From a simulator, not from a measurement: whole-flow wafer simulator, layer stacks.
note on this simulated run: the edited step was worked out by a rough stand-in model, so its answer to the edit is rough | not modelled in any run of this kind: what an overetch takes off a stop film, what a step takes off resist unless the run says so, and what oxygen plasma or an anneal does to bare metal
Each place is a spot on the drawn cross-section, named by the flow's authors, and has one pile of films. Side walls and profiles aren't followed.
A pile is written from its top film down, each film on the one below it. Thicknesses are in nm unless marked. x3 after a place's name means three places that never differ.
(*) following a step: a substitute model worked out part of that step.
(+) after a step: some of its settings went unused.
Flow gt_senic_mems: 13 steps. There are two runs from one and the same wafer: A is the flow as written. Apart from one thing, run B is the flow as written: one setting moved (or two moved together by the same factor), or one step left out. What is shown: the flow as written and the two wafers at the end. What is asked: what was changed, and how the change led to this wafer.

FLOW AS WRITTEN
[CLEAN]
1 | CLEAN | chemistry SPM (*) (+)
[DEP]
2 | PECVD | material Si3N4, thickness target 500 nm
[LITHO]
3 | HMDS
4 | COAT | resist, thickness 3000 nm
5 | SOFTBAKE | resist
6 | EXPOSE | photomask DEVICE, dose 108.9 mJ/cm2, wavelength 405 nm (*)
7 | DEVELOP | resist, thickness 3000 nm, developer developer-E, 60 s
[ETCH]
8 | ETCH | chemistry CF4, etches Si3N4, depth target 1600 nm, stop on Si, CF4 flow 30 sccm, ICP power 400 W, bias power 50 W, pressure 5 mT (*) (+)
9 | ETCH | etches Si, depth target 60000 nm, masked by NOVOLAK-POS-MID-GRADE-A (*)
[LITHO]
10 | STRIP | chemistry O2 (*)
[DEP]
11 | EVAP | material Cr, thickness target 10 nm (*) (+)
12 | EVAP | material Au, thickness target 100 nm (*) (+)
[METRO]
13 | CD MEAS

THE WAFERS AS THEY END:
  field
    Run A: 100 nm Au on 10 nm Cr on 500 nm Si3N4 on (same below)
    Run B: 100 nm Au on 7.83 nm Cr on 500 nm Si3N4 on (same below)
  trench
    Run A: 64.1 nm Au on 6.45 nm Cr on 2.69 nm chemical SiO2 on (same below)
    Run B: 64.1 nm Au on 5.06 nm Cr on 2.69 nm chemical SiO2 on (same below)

Cause: step 11, EVAP: thickness target 7.83 nm was run, while the flow as written has thickness target 10 nm.
One can read it off the wafer: field has Cr 7.83, and step 11 as written asks for 10 nm.

Step by step, how the change led to this:
  11 | EVAP | material Cr, thickness target 10 nm (*) (+)
      field: A +10 Cr (new film) | B +7.83 Cr (new film)
      trench: A +6.45 Cr (new film) | B +5.06 Cr (new film)
